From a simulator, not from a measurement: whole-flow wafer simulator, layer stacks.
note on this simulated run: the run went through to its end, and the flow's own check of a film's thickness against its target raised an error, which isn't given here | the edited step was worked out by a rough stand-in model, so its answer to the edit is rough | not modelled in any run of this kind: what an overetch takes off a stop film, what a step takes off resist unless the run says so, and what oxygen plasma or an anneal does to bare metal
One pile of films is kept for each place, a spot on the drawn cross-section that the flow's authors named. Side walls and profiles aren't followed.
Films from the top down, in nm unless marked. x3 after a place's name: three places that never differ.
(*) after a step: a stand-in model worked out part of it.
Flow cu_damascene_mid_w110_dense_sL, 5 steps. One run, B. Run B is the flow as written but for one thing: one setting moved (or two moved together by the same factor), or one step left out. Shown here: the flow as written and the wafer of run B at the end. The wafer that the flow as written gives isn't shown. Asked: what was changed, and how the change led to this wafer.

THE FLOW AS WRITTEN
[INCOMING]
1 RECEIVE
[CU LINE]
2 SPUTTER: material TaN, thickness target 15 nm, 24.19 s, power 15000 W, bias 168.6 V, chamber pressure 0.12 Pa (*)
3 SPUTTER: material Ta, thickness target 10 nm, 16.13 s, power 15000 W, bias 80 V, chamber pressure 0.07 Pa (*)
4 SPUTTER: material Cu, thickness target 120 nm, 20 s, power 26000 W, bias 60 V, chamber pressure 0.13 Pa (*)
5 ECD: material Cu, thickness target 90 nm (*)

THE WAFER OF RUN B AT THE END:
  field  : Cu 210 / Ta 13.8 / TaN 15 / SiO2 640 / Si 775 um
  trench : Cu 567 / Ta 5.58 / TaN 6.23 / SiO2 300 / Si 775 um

The cause: step 3, SPUTTER: thickness target 13.8 nm was run, where the flow has thickness target 10 nm; step 3, SPUTTER: 22.18 s was run, where the flow has 16.13 s.
It can be read off the wafer: field has Ta 13.8, and step 3 as written asks for 10 nm.

How the change led to this, step by step:
  3 SPUTTER: material Ta, thickness target 10 nm, 16.13 s, power 15000 W, bias 80 V, chamber pressure 0.07 Pa (*)
      field: Ta +13.8 (new film) (as written it would be: Ta +10 (new film))
      trench: Ta +5.58 (new film) (as written it would be: Ta +4.05 (new film))
